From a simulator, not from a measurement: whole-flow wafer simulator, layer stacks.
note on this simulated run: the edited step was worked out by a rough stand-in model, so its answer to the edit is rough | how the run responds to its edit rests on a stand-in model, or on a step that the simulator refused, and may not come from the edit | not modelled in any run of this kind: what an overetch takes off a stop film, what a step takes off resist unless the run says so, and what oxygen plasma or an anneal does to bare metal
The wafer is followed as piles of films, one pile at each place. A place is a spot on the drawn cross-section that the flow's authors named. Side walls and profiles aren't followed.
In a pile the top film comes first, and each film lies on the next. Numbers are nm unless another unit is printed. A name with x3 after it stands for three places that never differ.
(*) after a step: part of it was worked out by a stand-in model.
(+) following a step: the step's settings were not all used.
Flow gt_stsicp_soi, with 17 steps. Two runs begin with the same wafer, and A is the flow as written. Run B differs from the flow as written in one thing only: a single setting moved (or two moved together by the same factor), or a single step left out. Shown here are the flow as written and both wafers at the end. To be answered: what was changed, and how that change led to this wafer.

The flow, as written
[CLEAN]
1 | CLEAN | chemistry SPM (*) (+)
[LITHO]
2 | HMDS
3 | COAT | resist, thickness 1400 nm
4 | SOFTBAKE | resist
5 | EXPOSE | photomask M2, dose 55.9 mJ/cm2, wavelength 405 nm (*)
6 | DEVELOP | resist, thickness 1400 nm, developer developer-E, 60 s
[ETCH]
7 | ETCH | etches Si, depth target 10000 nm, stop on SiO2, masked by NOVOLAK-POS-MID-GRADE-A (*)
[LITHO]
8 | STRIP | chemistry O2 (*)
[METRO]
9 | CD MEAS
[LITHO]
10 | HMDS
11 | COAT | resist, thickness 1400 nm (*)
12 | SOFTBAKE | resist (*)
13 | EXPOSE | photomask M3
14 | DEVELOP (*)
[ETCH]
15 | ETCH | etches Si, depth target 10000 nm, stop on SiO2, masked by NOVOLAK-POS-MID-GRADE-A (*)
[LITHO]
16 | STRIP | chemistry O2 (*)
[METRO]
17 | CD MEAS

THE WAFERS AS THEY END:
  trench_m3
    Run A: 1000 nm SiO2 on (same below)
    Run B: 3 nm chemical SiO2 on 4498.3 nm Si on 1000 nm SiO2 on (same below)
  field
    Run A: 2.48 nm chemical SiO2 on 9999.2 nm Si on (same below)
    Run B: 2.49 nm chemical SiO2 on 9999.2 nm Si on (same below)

The reason: step 15, ETCH: depth target 5500 nm was run, whereas the flow has depth target 10000 nm.

The path from the change to this, step by step:
  15 | ETCH | etches Si, depth target 10000 nm, stop on SiO2, masked by NOVOLAK-POS-MID-GRADE-A (*)
      trench_m3: A -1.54 chemical SiO2 (all of it), -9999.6 Si (all of it) | B -1.54 chemical SiO2 (all of it), -5500 Si
      field, trench_m2: A -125 resist | B -68.8 resist
  16 | STRIP | chemistry O2 (*)
      trench_m3: A nothing | B +3 chemical SiO2 (new film), -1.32 Si
      field: A -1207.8 resist (all of it), +0.94 chemical SiO2, -0.41 Si | B -1264 resist (all of it), +0.94 chemical SiO2, -0.42 Si
